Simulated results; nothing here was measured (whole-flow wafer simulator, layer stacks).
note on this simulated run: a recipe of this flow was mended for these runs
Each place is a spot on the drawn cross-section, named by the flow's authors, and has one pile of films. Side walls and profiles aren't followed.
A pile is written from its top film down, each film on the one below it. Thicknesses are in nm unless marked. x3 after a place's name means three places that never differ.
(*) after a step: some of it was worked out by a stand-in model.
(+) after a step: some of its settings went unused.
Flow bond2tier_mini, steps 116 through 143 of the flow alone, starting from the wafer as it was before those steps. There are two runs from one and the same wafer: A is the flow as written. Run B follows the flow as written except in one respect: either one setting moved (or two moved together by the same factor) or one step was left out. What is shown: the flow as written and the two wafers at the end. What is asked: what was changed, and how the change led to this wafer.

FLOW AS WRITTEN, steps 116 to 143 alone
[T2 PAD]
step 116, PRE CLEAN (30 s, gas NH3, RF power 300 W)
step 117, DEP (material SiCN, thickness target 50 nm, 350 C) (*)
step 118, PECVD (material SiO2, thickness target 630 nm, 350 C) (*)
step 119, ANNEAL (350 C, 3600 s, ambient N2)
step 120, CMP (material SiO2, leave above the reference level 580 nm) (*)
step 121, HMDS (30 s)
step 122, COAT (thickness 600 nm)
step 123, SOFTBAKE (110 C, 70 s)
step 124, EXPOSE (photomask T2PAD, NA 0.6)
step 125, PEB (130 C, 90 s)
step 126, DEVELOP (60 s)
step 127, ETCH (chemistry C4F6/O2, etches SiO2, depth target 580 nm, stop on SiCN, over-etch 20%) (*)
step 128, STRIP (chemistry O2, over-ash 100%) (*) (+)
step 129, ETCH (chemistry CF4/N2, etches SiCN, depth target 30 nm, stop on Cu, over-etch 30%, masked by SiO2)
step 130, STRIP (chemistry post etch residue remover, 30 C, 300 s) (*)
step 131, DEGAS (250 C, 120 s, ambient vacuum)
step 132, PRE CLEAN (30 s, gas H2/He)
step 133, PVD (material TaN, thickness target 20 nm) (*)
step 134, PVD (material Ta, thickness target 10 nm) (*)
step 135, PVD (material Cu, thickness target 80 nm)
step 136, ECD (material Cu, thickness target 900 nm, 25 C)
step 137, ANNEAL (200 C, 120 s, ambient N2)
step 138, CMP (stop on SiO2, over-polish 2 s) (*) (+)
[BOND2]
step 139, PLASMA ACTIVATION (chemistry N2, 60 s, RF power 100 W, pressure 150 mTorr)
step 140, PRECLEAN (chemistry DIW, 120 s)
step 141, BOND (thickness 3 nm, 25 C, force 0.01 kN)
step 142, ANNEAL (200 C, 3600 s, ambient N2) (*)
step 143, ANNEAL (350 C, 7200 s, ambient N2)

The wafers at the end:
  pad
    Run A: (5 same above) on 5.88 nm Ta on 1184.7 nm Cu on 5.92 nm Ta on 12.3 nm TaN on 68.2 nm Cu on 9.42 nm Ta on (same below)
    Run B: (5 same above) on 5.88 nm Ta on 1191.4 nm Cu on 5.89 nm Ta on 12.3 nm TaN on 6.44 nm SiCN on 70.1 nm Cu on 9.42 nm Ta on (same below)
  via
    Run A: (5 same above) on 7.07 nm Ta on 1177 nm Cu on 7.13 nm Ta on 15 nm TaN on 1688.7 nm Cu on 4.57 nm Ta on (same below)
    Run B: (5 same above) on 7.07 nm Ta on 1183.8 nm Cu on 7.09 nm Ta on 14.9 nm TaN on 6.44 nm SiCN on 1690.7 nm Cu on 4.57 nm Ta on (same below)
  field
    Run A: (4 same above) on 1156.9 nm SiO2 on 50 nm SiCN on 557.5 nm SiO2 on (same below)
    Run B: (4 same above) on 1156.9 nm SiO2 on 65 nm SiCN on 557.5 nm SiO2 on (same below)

What caused this: step 117, DEP: thickness target 65 nm was run, while the flow as written has thickness target 50 nm.
The wafer itself shows it: field has SiCN 65, and step 117 as written asks for 50 nm.

Step by step, how the change led to this:
  step 117, DEP (material SiCN, thickness target 50 nm, 350 C) (*)
      field, pad, via: A +50 SiCN (new film) | B +65 SiCN (new film)
  step 129, ETCH (chemistry CF4/N2, etches SiCN, depth target 30 nm, stop on Cu, over-etch 30%, masked by SiO2)
      pad, via: A -30.4 SiCN (all of it), -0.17 Cu | B -39 SiCN
  step 130, STRIP (chemistry post etch residue remover, 30 C, 300 s) (*)
      pad, via: A -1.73 Cu | B nothing
Taking metal films that touch as one body, pad has 3 bodies (between them, from the top down: SiCN 6.44; SiO2 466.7 / Si 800 / chemical SiO2 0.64 / SiO2 300 / SiCN 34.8); the flow as written gives 2 bodies (between them, from the top down: SiO2 466.7 / Si 800 / chemical SiO2 0.64 / SiO2 300 / SiCN 34.8).
Taking metal films that touch as one body, via has 2 bodies (between them, from the top down: SiCN 6.44); the flow as written gives 1 body.
